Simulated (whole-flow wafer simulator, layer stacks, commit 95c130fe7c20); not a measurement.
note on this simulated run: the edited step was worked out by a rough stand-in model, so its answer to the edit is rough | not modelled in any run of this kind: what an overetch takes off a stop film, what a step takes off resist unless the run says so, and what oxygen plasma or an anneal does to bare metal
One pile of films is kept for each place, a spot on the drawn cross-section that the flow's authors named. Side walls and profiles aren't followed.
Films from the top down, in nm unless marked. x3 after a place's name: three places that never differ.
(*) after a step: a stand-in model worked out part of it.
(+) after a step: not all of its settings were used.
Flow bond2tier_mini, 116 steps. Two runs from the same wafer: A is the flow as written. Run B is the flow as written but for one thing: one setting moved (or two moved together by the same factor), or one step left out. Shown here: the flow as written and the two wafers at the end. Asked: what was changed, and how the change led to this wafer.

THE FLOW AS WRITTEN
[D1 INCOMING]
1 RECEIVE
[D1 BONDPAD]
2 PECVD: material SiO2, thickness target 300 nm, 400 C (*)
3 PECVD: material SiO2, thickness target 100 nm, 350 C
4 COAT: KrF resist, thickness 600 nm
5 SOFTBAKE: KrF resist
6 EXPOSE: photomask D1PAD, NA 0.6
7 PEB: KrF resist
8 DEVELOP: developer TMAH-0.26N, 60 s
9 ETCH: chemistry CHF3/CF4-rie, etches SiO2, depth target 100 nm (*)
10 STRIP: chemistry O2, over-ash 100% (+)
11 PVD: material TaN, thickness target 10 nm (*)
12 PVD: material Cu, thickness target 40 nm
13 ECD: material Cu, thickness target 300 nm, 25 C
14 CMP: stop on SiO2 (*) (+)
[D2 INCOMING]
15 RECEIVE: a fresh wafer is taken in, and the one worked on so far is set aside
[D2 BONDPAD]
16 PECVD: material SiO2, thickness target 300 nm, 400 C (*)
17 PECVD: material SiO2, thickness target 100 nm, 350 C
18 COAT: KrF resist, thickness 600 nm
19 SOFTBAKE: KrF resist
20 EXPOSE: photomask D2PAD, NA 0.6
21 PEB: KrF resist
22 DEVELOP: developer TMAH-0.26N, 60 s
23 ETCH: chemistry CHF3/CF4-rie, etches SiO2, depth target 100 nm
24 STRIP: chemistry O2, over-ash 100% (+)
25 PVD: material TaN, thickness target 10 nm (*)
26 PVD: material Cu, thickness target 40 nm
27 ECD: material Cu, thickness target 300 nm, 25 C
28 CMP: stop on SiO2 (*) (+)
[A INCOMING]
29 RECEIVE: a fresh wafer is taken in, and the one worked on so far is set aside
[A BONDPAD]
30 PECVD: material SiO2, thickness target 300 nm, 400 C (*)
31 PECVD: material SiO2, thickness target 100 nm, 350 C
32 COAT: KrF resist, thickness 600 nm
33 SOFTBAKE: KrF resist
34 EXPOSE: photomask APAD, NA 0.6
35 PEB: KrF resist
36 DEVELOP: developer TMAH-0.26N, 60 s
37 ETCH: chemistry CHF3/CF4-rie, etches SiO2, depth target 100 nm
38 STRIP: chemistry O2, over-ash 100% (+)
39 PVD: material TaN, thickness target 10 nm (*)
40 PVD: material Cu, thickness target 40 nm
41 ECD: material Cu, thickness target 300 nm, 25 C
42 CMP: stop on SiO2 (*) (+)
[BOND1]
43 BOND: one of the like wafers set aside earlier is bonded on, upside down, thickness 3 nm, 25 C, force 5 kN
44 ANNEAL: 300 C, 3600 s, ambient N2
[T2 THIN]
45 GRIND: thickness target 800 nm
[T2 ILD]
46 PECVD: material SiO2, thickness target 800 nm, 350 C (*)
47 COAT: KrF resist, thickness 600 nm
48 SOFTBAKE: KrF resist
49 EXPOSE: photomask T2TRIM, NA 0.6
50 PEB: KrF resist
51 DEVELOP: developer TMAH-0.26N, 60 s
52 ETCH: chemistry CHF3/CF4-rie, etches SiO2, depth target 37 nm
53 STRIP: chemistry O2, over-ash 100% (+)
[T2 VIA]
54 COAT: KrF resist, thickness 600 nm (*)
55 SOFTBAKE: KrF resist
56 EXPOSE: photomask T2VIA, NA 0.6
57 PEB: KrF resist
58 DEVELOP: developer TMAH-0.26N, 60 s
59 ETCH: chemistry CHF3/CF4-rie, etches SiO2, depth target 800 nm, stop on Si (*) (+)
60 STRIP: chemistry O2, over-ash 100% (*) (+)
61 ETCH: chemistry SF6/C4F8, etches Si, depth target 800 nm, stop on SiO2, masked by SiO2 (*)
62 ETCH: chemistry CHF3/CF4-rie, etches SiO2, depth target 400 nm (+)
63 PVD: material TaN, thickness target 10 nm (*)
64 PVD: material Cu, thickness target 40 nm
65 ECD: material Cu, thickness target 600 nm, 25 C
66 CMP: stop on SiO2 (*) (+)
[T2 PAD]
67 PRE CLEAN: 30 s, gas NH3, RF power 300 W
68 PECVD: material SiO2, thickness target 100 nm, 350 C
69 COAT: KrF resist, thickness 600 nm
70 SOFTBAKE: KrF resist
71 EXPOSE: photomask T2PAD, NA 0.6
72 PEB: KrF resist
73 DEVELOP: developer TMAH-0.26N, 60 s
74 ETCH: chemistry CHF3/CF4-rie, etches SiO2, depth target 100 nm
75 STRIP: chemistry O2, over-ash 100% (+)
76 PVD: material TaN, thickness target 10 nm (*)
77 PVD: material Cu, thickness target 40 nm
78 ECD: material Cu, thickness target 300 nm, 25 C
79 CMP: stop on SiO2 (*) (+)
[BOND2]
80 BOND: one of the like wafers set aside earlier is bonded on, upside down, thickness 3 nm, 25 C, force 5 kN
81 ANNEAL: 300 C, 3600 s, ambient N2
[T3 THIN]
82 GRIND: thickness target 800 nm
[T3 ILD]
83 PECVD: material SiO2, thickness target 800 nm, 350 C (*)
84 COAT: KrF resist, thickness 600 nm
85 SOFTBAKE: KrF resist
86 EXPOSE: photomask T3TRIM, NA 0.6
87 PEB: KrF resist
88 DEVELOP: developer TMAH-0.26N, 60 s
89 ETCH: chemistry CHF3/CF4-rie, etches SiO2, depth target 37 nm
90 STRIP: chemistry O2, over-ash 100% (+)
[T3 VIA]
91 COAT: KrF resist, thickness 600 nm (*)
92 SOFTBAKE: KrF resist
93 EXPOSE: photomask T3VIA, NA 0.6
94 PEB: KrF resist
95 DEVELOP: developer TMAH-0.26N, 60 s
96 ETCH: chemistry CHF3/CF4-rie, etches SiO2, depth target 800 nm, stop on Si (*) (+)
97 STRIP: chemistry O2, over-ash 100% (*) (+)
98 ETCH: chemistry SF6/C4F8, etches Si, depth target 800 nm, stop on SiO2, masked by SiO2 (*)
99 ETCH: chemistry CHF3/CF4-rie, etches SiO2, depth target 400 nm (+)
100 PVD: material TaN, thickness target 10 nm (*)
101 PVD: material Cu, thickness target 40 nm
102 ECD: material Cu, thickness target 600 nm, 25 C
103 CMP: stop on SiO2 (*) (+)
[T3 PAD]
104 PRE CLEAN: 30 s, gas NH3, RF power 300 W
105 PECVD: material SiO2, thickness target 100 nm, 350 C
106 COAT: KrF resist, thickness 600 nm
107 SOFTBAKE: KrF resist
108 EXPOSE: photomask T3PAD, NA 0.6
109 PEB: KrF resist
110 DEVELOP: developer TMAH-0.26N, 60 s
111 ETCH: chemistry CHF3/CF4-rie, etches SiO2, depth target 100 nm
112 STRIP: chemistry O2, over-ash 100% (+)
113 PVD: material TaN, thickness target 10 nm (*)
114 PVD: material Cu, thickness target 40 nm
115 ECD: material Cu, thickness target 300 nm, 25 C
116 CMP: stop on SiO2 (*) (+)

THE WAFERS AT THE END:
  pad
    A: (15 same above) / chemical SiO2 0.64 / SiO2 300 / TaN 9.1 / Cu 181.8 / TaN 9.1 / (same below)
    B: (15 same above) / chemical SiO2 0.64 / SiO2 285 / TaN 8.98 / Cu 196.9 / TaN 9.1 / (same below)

The cause: step 9, ETCH: depth target 115 nm was run, where the flow has depth target 100 nm.

How the change led to this, step by step:
  9 ETCH: chemistry CHF3/CF4-rie, etches SiO2, depth target 100 nm (*)
      pad, via: A SiO2 -100 | B SiO2 -115
      field: A KrF resist -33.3 | B KrF resist -38.3
  13 ECD: material Cu, thickness target 300 nm, 25 C
      pad: A Cu +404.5 | B Cu +420.1
      via: A Cu +400.2 | B Cu +415.3
  43 BOND: one of the like wafers set aside earlier is bonded on, upside down, thickness 3 nm, 25 C, force 5 kN
      pad: A Si +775 um (new film), chemical SiO2 +0.64 (new film), SiO2 +300 (new film), TaN +9.1 (new film), Cu +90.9 | B Si +775 um (new film), chemical SiO2 +0.64 (new film), SiO2 +285 (new film), TaN +8.98 (new film), Cu +106
      via: A Si +775 um (new film), chemical SiO2 +0.64 (new film), SiO2 +300 (new film), TaN +9.97 (new film), Cu +90 | B Si +775 um (new film), chemical SiO2 +0.64 (new film), SiO2 +285 (new film), TaN +9.96 (new film), Cu +105
